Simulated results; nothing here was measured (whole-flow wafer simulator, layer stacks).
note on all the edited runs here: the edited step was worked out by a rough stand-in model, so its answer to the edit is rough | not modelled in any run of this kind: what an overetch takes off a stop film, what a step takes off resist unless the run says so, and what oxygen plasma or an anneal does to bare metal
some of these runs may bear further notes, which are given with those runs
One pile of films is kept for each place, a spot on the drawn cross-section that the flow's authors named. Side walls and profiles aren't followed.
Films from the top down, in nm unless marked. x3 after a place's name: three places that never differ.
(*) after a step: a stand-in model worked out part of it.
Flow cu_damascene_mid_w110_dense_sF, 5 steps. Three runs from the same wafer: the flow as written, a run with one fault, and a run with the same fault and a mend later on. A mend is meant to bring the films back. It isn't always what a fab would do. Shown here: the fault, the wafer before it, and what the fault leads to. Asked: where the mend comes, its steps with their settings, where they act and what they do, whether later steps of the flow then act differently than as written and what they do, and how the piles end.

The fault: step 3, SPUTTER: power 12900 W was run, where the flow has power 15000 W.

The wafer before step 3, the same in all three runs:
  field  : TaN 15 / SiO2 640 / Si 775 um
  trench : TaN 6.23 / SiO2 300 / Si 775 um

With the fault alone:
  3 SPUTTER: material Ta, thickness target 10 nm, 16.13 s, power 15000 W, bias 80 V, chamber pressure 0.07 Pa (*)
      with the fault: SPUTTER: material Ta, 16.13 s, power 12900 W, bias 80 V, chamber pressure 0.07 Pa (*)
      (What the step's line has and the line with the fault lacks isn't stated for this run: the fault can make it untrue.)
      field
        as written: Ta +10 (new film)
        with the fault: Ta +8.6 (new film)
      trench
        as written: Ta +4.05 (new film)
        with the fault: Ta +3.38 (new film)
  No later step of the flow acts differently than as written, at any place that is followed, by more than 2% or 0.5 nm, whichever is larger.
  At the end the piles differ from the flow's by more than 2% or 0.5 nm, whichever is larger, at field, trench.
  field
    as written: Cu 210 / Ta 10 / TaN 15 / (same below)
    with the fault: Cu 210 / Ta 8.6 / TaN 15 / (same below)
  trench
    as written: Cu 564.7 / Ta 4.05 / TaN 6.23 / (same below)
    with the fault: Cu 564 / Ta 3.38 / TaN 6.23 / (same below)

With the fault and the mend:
  The mend comes after step 3.
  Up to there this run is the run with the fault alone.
  3a SPUTTER: material Ta, 2.313 s, power 15000 W, bias 80 V, chamber pressure 0.07 Pa (*) (the flow's step 3 once more, with other settings)
      field
        Ta +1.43
      trench
        Ta +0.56
  No later step of the flow acts differently than as written, at any place that is followed, by more than 2% or 0.5 nm, whichever is larger.
  At the end the piles differ from the flow's only slightly at the places that both follow, by at most 2% or 0.5 nm, whichever is larger.
